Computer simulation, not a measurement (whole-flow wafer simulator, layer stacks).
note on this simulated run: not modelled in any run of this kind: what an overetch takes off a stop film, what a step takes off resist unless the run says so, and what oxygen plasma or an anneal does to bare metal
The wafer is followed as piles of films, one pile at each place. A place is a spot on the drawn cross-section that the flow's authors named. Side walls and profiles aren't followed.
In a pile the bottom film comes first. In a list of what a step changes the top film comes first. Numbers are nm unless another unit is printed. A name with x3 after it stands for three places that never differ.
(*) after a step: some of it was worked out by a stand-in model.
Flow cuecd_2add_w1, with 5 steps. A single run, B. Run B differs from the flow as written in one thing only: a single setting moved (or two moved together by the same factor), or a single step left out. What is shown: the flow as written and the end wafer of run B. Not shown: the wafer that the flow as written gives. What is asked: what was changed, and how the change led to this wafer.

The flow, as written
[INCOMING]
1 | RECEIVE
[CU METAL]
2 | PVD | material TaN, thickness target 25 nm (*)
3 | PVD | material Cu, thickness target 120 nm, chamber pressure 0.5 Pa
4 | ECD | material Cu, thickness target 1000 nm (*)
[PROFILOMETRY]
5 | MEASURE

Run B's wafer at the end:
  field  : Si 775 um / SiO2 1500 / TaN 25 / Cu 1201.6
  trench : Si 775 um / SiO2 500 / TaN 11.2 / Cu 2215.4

The reason: step 3, PVD: thickness target 201.6 nm was run, though the flow has thickness target 120 nm.

How this came from the change, step by step:
  3 | PVD | material Cu, thickness target 120 nm, chamber pressure 0.5 Pa
      field: +201.6 Cu (new film) (in the flow as written it would be: +120 Cu (new film))
      trench: +87.7 Cu (new film) (in the flow as written it would be: +53.6 Cu (new film))
  4 | ECD | material Cu, thickness target 1000 nm (*)
      trench: +2127.7 Cu (in the flow as written it would be: +2080.2 Cu)
